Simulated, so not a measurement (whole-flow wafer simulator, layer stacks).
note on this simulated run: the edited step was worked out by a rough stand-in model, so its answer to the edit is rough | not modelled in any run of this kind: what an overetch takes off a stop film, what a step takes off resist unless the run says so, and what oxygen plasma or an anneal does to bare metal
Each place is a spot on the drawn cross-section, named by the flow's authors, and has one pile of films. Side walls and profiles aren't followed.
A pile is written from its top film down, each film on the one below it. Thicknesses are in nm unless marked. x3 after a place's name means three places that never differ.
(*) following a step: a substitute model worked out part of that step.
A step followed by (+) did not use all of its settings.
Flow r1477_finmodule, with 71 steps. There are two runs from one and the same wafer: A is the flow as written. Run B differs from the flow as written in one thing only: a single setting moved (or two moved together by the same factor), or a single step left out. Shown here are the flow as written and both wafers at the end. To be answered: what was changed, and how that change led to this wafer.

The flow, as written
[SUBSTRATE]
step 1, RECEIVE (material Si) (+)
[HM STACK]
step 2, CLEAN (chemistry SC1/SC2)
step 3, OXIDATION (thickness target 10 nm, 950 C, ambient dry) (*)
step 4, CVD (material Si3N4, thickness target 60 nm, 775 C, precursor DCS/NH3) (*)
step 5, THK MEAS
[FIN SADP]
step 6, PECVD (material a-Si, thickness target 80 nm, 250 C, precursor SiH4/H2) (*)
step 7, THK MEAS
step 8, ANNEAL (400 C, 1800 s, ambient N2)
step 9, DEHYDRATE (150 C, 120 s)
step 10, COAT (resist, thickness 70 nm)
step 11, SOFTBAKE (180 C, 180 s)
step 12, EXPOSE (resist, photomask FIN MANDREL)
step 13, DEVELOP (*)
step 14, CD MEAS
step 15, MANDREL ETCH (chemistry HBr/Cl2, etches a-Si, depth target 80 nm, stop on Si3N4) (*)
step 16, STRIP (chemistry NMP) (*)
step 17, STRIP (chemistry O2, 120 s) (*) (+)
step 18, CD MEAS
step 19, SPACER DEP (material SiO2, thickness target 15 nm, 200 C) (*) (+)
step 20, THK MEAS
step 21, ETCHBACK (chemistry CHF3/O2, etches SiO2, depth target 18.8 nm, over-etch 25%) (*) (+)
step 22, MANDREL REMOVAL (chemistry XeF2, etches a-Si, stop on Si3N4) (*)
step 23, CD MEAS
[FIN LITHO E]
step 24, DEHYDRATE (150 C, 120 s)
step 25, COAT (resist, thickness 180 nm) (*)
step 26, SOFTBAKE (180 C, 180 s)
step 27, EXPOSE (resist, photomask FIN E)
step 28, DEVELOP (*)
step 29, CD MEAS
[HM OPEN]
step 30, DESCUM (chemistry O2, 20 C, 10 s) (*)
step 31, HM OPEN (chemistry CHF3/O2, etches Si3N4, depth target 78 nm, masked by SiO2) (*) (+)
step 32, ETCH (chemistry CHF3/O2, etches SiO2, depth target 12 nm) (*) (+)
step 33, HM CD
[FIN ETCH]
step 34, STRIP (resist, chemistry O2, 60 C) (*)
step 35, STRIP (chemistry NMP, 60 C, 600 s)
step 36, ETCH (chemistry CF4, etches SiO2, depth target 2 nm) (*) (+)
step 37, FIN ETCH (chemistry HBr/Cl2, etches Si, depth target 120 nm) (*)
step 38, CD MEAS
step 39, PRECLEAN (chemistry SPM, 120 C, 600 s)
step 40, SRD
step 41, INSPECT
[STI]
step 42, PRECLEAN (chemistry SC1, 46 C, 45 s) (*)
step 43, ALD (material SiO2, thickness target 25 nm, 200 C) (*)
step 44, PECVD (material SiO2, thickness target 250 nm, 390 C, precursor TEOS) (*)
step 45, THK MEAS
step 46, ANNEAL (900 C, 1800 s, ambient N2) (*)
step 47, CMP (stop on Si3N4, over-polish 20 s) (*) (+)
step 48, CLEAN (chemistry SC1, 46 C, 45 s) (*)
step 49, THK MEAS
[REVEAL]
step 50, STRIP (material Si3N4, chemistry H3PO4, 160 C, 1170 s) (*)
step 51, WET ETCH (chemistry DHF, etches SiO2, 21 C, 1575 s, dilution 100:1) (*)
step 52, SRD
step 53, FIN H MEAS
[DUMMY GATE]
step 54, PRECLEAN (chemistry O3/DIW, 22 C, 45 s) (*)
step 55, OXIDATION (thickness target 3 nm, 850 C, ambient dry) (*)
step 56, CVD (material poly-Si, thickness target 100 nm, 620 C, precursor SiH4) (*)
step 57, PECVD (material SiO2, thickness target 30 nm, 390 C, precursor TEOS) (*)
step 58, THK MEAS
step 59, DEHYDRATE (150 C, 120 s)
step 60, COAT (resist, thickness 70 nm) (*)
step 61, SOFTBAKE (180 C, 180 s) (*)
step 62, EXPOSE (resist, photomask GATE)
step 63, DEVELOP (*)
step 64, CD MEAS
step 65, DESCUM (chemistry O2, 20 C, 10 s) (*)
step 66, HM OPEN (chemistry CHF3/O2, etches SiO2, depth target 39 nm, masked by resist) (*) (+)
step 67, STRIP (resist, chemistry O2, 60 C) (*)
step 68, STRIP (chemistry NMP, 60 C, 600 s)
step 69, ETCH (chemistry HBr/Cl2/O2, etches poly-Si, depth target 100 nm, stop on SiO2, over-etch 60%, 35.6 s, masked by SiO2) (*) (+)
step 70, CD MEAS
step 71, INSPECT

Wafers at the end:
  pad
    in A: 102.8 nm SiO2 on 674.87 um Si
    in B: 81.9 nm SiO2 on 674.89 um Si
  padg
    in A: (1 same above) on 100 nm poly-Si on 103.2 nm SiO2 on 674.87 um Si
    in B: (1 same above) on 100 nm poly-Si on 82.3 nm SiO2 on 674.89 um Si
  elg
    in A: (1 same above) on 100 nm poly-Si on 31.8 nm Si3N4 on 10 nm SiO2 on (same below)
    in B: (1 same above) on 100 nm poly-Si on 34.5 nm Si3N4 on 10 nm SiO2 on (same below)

The reason: step 37, FIN ETCH: depth target 99 nm was run, though the flow has depth target 120 nm.

The path from the change to this, step by step:
  step 37, FIN ETCH (chemistry HBr/Cl2, etches Si, depth target 120 nm) (*)
      pad, padg, esg and 19 more: A -120 Si | B -99 Si
      elg, e40lg, e100lg, e200lg, elo, e40lo, e100lo, e200lo: A -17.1 Si3N4 | B -14.1 Si3N4
      (as well as at 6 more places)
  step 43, ALD (material SiO2, thickness target 25 nm, 200 C) (*)
      s40cg, s45cg, s50cg, s40co, s45co, s50co: A +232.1 SiO2 (new film) | B +212.7 SiO2 (new film)
      esg: A +194.3 SiO2 (new film) | B +176.3 SiO2 (new film)
  step 47, CMP (stop on Si3N4, over-polish 20 s) (*) (+)
      pad, padg, e40sg and 11 more: A -71.8 SiO2 | B -92.8 SiO2
      eso: A -72.4 SiO2 | B -93.4 SiO2
  step 51, WET ETCH (chemistry DHF, etches SiO2, 21 C, 1575 s, dilution 100:1) (*)
      elg, e40lg, e100lg, e200lg, elo, e40lo, e100lo, e200lo: A -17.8 SiO2 (all of it), -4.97 Si3N4 | B -14.8 SiO2 (all of it), -5.21 Si3N4
  step 67, STRIP (resist, chemistry O2, 60 C) (*)
      e40sg: A -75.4 resist (all of it) | B -78 resist (all of it)
      e100sg: A -75.3 resist (all of it) | B -77.9 resist (all of it)
      (as well as at 1 more place)
